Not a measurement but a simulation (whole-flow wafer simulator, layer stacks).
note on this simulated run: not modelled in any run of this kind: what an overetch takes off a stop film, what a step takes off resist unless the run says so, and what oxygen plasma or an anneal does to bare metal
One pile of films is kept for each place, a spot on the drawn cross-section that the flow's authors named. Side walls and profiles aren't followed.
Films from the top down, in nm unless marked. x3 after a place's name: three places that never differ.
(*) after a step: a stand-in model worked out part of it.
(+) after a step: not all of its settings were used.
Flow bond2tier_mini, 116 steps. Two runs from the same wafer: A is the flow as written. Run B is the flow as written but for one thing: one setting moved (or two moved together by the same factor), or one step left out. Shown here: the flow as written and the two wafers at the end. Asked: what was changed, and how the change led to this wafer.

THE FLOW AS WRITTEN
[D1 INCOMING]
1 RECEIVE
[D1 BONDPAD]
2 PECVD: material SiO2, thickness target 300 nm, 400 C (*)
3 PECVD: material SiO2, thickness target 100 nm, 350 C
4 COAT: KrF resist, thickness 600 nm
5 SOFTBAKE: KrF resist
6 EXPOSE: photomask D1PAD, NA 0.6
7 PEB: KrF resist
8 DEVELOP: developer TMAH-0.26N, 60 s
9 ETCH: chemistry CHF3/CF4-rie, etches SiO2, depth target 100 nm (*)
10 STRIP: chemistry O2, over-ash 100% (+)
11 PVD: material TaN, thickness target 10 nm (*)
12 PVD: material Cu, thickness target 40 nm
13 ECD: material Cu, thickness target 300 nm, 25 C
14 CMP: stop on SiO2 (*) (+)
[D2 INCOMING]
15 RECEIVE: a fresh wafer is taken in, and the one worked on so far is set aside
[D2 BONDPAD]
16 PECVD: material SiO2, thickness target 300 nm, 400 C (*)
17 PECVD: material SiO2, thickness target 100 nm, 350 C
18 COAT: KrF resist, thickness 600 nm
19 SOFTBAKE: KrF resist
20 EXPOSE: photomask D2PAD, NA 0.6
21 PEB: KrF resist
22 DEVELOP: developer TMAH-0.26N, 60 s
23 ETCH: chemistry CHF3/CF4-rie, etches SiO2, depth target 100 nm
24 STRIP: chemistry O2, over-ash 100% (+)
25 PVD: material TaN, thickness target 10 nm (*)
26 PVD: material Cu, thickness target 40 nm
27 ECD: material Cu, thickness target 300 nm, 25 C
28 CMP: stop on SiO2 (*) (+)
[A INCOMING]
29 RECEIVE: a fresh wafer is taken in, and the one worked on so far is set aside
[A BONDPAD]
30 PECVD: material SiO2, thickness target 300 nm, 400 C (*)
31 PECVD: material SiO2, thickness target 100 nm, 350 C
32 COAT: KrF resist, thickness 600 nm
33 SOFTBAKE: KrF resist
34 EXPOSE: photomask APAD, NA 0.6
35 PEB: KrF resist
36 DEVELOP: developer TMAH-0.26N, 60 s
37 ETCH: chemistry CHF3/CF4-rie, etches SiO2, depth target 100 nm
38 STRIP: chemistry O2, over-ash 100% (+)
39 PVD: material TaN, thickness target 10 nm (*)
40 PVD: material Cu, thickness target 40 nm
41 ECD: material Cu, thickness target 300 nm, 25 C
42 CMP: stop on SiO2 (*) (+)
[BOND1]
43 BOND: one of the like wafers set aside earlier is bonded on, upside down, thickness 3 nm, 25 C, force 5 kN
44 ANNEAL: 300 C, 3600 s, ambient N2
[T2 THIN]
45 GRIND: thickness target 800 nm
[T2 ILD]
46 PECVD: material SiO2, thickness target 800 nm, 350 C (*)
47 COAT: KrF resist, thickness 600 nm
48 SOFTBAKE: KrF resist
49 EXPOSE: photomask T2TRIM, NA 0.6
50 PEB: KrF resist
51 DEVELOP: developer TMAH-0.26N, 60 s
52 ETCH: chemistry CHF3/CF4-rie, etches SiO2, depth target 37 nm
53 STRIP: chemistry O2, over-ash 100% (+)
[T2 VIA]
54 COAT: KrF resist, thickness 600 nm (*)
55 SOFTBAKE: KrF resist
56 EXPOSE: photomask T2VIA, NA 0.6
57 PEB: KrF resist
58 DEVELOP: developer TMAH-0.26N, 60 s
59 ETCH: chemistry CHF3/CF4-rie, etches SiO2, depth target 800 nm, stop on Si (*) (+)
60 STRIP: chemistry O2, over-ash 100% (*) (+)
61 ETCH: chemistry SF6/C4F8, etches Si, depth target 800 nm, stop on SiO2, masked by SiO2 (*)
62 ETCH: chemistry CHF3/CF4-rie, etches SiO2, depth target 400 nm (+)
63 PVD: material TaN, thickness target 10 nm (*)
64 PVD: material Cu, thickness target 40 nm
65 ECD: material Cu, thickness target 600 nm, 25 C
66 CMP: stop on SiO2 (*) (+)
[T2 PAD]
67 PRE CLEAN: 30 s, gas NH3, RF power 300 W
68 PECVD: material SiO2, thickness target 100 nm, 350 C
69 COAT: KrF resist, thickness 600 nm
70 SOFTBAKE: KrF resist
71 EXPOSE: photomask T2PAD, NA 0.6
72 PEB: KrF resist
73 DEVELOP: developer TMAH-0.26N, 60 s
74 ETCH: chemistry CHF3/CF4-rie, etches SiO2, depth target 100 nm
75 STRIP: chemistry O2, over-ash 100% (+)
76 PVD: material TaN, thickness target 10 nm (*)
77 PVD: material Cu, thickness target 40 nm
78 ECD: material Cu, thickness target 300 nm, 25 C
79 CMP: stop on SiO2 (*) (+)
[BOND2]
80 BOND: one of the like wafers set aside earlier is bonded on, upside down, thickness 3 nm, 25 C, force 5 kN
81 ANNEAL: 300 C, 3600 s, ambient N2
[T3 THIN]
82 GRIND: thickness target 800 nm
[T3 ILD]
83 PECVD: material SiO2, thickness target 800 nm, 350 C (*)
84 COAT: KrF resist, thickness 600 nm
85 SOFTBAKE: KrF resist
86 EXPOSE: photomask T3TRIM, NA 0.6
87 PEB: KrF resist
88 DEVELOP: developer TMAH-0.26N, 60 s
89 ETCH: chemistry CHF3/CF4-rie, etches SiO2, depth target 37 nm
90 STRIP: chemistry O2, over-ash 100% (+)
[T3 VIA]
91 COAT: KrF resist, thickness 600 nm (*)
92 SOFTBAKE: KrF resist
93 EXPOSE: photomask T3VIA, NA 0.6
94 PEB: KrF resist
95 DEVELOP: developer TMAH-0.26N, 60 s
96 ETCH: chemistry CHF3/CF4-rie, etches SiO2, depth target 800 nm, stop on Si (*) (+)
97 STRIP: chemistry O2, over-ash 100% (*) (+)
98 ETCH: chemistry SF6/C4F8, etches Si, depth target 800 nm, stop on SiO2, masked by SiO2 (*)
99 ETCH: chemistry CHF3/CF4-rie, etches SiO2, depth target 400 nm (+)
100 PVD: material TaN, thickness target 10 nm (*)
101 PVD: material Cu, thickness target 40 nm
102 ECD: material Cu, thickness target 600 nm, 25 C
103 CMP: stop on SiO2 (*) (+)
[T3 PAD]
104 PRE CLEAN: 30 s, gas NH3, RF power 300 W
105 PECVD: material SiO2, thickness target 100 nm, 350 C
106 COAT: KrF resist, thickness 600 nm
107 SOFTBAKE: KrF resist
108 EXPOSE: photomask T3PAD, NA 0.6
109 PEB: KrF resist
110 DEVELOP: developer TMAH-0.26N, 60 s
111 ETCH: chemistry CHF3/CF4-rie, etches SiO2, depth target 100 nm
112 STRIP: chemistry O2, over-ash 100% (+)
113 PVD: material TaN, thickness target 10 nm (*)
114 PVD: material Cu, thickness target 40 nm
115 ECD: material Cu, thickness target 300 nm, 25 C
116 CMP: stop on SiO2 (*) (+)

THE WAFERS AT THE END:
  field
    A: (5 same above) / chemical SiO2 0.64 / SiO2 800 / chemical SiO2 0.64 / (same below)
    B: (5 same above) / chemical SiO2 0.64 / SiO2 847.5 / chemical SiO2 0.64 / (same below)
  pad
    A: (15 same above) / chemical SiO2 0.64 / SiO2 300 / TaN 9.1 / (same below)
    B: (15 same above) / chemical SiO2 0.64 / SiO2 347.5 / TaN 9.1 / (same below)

The cause: step 3, PECVD: thickness target 147.5 nm was run, where the flow has thickness target 100 nm.

How the change led to this, step by step:
  3 PECVD: material SiO2, thickness target 100 nm, 350 C
      field, pad, via: A SiO2 +100 | B SiO2 +147.5
  43 BOND: one of the like wafers set aside earlier is bonded on, upside down, thickness 3 nm, 25 C, force 5 kN
      field: A Si +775 um (new film), chemical SiO2 +0.64 (new film), SiO2 +400 | B Si +775 um (new film), chemical SiO2 +0.64 (new film), SiO2 +447.5
      pad: A Si +775 um (new film), chemical SiO2 +0.64 (new film), SiO2 +300 (new film), TaN +9.1 (new film), Cu +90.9 | B Si +775 um (new film), chemical SiO2 +0.64 (new film), SiO2 +347.5 (new film), TaN +9.1 (new film), Cu +90.9
      (and at 1 more place)
